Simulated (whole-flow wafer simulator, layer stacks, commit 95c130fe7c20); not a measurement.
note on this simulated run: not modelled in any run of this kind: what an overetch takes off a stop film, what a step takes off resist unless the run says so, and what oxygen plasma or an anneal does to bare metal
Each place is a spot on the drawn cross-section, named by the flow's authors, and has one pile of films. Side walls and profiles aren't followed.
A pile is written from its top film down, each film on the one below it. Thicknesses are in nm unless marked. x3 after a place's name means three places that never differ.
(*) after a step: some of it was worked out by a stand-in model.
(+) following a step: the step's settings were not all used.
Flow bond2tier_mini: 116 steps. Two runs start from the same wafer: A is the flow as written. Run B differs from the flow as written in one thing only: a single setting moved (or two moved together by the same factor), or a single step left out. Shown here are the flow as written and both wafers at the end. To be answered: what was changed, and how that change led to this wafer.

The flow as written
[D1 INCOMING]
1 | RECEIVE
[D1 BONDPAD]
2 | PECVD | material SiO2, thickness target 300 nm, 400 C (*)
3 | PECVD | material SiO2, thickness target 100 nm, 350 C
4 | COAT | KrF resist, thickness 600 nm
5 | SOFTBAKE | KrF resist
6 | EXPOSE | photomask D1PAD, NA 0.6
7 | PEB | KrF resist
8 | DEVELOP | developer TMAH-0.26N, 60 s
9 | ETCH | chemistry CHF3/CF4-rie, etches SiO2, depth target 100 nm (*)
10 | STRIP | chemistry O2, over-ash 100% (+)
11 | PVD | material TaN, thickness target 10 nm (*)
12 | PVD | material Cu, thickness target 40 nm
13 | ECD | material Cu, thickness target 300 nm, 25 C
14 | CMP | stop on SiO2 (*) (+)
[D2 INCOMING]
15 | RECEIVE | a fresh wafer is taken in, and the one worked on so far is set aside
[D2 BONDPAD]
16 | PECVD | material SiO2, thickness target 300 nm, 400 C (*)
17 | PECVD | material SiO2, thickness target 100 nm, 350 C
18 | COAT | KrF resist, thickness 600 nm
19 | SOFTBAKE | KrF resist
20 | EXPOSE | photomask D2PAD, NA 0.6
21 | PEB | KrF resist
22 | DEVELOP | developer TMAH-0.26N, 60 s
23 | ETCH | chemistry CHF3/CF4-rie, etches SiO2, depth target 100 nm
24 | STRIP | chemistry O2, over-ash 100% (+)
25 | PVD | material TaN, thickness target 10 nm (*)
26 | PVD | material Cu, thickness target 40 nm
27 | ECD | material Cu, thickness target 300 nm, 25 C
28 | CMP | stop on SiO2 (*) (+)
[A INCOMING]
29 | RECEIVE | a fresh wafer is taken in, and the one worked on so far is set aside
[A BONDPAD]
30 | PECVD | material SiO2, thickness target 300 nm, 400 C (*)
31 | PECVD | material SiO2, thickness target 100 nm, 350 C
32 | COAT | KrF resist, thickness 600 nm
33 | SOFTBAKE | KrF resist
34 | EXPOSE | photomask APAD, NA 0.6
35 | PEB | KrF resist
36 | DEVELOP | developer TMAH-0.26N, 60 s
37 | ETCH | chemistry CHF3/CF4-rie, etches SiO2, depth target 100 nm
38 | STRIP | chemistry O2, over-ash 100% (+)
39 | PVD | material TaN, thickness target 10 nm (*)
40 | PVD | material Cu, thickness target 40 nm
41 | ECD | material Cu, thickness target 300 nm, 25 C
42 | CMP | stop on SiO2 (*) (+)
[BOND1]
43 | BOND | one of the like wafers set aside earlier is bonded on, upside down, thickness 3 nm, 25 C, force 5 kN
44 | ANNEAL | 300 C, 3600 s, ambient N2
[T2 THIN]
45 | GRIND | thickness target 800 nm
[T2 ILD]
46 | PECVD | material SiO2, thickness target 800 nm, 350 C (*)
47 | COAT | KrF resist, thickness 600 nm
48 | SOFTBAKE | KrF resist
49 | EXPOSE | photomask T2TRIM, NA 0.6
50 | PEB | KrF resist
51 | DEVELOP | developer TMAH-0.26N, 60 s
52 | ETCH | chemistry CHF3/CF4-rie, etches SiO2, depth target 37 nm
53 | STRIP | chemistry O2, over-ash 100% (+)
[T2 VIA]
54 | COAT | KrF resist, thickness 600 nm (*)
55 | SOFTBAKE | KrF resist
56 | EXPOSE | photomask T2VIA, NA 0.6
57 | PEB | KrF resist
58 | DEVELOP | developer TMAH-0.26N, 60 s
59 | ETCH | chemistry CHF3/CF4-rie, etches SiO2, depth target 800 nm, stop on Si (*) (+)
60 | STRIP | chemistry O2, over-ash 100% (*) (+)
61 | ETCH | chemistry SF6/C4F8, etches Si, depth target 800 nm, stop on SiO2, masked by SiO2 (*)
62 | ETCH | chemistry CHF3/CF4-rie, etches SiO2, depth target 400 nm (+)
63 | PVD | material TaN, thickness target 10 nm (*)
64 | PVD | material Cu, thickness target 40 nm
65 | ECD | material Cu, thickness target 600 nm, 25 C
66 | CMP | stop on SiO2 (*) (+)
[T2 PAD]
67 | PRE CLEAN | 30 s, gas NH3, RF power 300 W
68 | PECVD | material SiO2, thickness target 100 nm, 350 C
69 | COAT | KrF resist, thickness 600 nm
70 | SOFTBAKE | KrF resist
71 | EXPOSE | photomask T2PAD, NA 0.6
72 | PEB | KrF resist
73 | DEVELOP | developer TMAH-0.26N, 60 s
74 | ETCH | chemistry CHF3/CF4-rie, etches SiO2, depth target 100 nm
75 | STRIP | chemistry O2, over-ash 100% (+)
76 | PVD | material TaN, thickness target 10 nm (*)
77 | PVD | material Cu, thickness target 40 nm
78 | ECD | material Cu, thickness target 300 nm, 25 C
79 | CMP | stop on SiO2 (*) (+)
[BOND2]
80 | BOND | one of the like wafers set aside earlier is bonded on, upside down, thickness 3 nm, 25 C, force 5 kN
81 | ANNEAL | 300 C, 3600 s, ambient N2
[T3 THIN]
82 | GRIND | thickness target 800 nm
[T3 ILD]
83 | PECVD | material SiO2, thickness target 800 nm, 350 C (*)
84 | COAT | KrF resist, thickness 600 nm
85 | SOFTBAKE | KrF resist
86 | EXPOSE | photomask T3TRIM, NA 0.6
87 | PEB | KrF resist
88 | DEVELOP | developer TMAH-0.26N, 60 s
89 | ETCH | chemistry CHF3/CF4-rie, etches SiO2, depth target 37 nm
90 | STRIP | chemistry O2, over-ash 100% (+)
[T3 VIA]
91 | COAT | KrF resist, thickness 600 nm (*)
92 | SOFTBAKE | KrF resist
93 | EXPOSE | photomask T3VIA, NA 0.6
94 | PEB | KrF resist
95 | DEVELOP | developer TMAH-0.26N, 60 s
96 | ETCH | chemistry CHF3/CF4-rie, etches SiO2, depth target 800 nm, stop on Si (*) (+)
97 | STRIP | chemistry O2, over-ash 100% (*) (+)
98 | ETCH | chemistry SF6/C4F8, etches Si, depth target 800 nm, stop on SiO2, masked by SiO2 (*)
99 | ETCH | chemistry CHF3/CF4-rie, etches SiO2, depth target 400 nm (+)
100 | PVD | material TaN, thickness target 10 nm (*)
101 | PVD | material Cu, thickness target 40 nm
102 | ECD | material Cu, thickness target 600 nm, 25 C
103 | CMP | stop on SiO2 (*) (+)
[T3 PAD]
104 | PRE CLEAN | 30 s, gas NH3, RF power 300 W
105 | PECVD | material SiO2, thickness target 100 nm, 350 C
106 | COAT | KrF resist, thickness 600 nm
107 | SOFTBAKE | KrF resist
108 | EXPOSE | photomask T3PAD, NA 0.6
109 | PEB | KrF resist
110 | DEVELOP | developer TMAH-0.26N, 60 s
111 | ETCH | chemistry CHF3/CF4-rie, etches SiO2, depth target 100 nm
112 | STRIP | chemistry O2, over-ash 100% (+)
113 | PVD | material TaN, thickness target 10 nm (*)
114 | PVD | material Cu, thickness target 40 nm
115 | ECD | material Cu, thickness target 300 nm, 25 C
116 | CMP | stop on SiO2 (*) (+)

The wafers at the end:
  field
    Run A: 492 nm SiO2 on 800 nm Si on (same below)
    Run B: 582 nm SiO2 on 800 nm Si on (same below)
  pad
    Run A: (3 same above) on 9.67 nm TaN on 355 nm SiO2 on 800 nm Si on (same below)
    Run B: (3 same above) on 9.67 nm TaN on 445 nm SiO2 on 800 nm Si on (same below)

Cause: step 99, ETCH: depth target 310 nm was run, while the flow as written has depth target 400 nm.

How this came from the change, step by step:
  99 | ETCH | chemistry CHF3/CF4-rie, etches SiO2, depth target 400 nm (+)
      field, pad: A SiO2 loses 400 | B SiO2 loses 310
